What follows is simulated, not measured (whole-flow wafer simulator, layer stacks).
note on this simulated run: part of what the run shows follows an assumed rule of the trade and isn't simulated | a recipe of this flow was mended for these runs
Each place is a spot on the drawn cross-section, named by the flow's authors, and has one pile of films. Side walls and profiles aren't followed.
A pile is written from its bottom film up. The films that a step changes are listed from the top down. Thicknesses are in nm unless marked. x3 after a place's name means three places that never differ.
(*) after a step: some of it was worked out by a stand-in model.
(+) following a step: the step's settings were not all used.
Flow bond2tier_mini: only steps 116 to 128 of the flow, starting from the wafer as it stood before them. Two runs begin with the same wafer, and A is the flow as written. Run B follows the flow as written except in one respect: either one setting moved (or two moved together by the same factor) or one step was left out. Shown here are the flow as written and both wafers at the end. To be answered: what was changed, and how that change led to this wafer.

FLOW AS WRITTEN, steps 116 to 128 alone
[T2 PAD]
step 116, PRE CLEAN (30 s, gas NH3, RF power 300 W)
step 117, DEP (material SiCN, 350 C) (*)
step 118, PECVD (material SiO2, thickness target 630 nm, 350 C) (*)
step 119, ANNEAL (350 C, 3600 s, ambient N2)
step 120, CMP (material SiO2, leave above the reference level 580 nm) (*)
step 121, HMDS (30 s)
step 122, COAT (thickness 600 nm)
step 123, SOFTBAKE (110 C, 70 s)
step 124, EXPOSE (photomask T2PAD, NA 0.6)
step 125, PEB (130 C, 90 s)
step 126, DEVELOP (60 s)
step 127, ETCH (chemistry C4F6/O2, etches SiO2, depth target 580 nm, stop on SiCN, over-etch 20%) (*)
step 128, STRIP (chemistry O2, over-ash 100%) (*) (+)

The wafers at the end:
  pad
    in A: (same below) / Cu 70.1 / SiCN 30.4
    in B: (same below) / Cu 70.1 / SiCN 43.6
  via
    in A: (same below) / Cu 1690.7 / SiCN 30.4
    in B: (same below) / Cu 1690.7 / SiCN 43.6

Cause: step 127, ETCH: depth target 514.9 nm was run, while the flow as written has depth target 580 nm.

How this came from the change, step by step:
  step 127, ETCH (chemistry C4F6/O2, etches SiO2, depth target 580 nm, stop on SiCN, over-etch 20%) (*)
      pad, via: A -580 SiO2 (all of it), -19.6 SiCN | B -580 SiO2 (all of it), -6.39 SiCN
      field: A -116 thick-KrF-resist | B -103 thick-KrF-resist
  step 128, STRIP (chemistry O2, over-ash 100%) (*) (+)
      field: A -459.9 thick-KrF-resist (all of it) | B -473 thick-KrF-resist (all of it)
